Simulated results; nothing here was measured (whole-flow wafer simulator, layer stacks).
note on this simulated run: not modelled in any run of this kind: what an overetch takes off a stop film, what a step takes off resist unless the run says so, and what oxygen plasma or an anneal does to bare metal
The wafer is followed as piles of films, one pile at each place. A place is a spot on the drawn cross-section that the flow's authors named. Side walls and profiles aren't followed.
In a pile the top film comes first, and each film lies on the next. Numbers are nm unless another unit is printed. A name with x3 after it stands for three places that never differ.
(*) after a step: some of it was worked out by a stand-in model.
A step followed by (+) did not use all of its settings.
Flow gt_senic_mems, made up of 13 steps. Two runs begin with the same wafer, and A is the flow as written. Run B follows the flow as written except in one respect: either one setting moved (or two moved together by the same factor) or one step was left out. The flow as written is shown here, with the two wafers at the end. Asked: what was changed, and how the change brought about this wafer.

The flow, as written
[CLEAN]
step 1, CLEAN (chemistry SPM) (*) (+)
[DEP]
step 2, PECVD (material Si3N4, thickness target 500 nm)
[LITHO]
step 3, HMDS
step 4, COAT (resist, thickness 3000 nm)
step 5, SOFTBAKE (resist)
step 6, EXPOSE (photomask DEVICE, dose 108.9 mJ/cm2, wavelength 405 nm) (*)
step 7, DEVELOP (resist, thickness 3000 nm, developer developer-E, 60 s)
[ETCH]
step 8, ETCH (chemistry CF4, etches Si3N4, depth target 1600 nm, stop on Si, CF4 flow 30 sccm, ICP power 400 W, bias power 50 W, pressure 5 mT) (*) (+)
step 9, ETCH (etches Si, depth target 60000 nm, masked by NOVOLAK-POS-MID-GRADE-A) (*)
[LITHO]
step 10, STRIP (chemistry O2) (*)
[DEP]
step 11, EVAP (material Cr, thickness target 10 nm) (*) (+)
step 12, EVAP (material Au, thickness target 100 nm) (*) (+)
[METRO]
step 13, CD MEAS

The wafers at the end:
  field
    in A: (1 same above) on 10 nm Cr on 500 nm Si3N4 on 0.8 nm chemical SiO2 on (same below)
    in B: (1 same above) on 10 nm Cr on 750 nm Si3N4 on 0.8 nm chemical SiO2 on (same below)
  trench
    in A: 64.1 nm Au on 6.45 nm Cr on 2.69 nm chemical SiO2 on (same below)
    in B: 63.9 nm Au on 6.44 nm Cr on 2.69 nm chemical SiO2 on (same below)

The reason: step 2, PECVD: thickness target 750 nm was run, though the flow has thickness target 500 nm.
One can read it off the wafer: field has Si3N4 750, and step 2 as written asks for 500 nm.

Step by step, how the change led to this:
  step 2, PECVD (material Si3N4, thickness target 500 nm)
      field, trench: A +500 Si3N4 (new film) | B +750 Si3N4 (new film)
  step 8, ETCH (chemistry CF4, etches Si3N4, depth target 1600 nm, stop on Si, CF4 flow 30 sccm, ICP power 400 W, bias power 50 W, pressure 5 mT) (*) (+)
      field: A -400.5 resist | B -567.2 resist
      trench: A -500 Si3N4 (all of it), -0.8 chemical SiO2 (all of it) | B -750 Si3N4 (all of it), -0.8 chemical SiO2 (all of it)
  step 10, STRIP (chemistry O2) (*)
      field: A -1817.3 resist (all of it) | B -1650.6 resist (all of it)
